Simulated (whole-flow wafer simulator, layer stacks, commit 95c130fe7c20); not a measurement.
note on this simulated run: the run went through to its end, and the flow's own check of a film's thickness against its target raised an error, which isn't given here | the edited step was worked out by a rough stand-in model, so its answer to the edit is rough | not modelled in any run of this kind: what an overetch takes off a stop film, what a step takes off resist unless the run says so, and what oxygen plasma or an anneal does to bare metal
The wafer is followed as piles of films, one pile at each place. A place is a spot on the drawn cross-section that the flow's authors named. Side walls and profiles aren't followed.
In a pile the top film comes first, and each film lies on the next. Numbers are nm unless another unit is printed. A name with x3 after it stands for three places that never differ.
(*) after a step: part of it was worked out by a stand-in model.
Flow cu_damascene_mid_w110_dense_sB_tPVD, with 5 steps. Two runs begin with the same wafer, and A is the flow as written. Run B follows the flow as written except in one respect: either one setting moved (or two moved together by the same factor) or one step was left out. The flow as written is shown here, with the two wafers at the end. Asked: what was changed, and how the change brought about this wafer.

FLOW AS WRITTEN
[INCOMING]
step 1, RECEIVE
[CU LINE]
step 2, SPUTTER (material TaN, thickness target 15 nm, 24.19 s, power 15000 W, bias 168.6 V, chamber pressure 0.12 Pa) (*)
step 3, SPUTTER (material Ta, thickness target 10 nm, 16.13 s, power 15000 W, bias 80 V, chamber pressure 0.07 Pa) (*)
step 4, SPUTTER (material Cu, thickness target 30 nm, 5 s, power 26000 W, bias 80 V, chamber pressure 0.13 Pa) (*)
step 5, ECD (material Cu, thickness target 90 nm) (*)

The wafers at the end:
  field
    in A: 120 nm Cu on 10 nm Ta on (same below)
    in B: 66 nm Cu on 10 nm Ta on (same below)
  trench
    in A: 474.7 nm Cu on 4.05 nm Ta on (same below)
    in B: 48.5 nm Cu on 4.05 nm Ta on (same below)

Cause: step 5, ECD: thickness target 36 nm was run, while the flow as written has thickness target 90 nm.

Step by step, how the change led to this:
  step 5, ECD (material Cu, thickness target 90 nm) (*)
      field: A Cu gains 90 | B Cu gains 36
      trench: A Cu gains 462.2 | B Cu gains 36
